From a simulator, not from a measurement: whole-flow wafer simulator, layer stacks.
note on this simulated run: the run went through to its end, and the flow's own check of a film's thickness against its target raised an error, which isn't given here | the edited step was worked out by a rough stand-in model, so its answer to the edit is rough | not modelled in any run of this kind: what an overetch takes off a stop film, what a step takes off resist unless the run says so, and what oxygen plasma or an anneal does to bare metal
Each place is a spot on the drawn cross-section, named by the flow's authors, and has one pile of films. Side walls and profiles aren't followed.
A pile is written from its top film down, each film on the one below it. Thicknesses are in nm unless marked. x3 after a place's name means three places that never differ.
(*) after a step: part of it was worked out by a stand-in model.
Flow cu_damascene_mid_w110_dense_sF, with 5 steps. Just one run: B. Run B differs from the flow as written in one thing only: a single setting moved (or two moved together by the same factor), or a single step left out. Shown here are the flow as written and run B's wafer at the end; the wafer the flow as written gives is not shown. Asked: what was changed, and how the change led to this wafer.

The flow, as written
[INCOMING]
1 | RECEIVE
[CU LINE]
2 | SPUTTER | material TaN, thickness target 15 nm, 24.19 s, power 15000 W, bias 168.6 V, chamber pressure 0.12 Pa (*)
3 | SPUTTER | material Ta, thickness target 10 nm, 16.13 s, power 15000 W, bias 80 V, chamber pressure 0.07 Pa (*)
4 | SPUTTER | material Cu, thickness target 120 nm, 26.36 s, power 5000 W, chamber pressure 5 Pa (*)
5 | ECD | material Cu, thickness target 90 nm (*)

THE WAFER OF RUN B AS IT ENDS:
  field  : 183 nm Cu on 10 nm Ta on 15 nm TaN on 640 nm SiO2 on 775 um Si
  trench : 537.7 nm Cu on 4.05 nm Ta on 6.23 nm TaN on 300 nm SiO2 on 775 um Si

What caused this: step 5, ECD: thickness target 63 nm was run, whereas the flow has thickness target 90 nm.

The path from the change to this, step by step:
  5 | ECD | material Cu, thickness target 90 nm (*)
      field: +63 Cu (it would be, as written: +90 Cu)
      trench: +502 Cu (it would be, as written: +529 Cu)
